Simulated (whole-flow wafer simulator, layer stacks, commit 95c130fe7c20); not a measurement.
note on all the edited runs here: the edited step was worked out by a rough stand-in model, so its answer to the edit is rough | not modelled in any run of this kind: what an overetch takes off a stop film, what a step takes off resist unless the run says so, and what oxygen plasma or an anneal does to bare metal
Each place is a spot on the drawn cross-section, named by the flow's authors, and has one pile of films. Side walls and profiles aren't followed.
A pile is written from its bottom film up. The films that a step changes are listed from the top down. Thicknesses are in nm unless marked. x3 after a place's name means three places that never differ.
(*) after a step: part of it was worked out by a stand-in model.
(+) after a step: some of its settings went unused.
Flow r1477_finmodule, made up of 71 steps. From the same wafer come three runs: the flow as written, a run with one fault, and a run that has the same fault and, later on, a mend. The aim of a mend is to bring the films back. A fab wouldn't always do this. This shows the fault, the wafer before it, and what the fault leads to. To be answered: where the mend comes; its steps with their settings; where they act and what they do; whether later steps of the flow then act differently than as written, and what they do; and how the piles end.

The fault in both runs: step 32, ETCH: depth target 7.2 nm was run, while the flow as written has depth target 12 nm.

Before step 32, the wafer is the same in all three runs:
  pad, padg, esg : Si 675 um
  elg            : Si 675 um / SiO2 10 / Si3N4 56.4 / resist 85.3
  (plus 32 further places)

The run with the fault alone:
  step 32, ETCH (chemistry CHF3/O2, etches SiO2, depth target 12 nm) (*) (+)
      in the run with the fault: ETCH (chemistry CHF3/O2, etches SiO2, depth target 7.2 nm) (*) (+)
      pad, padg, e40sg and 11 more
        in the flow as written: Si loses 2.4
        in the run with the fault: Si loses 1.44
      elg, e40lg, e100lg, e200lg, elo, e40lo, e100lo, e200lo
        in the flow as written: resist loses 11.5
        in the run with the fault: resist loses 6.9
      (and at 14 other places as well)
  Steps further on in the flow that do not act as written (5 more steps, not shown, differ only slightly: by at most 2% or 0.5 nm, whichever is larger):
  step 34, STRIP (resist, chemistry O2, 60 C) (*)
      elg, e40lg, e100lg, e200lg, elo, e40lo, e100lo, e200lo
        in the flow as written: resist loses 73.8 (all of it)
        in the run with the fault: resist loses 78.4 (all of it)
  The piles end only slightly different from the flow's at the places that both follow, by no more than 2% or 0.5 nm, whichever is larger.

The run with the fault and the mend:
  After step 32 comes the mend.
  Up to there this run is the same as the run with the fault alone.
  step 32a, ETCH (chemistry CHF3/O2, etches SiO2, depth target 4.8 nm) (*) (the flow's step 32 again, with other settings)
      pad, padg, e40sg and 11 more
        Si loses 0.96
      elg, e40lg, e100lg, e200lg, elo, e40lo, e100lo, e200lo
        resist loses 4.6
      s40sg_line, s45sg_line, s50sg_line, s40so_line, s45so_line, s50so_line
        SiO2 loses 4.8
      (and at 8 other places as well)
  Every later step of the flow that is run acts as written, at every place that is followed, to within 2% or 0.5 nm, whichever is larger.
  The piles end only slightly different from the flow's at the places that both follow, by no more than 2% or 0.5 nm, whichever is larger.
